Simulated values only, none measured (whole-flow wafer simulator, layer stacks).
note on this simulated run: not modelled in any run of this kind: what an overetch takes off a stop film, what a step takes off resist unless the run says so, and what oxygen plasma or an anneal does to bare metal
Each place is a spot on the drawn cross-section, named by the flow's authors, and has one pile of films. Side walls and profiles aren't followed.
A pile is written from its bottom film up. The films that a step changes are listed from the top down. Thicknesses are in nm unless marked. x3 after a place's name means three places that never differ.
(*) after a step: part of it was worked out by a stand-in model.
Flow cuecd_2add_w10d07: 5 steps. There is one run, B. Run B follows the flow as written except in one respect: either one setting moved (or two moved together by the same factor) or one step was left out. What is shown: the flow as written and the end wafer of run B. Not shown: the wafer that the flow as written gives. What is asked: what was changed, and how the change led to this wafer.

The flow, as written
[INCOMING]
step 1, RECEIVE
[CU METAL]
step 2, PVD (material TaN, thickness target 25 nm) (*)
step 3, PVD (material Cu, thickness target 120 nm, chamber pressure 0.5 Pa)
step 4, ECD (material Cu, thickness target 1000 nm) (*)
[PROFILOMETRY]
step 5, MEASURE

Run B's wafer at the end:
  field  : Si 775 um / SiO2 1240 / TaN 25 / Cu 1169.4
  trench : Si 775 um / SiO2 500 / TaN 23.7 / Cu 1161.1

What caused this: step 3, PVD: thickness target 169.4 nm was run, though the flow has thickness target 120 nm.

The path from the change to this, step by step:
  step 3, PVD (material Cu, thickness target 120 nm, chamber pressure 0.5 Pa)
      field: +169.4 Cu (new film) (it would be, as written: +120 Cu (new film))
      trench: +161.1 Cu (new film) (it would be, as written: +114 Cu (new film))
